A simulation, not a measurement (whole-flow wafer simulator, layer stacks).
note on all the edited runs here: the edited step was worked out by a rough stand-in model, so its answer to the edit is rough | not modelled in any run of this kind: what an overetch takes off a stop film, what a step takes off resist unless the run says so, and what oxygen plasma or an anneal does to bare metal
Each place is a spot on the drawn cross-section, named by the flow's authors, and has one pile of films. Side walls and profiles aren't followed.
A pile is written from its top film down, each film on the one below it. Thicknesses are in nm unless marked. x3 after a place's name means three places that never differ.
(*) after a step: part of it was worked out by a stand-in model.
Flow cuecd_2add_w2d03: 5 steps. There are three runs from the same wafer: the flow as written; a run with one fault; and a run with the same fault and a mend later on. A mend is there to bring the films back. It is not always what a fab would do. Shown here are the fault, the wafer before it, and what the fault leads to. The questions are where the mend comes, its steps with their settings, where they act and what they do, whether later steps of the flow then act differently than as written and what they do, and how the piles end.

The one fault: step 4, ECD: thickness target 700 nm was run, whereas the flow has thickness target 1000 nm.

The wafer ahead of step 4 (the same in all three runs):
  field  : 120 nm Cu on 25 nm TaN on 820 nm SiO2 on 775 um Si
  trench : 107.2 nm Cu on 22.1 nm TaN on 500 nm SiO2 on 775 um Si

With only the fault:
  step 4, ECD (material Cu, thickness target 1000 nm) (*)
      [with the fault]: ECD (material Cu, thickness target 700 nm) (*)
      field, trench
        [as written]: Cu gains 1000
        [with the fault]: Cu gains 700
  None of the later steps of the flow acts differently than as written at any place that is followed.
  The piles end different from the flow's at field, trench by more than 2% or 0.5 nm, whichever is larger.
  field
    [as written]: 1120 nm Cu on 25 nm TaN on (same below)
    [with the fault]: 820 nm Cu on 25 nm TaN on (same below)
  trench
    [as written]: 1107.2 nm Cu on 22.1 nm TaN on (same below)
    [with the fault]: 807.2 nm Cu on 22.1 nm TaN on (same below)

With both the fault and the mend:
  The mend follows step 5.
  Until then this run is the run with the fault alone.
  step 5a, ECD (material Cu, thickness target 300 nm) (*) (the flow's step 4 again, with other settings)
      field, trench
        Cu gains 300
  None of the later steps of the flow acts differently than as written at any place that is followed.
  By the end, the piles equal the flow's at every place that both follow.
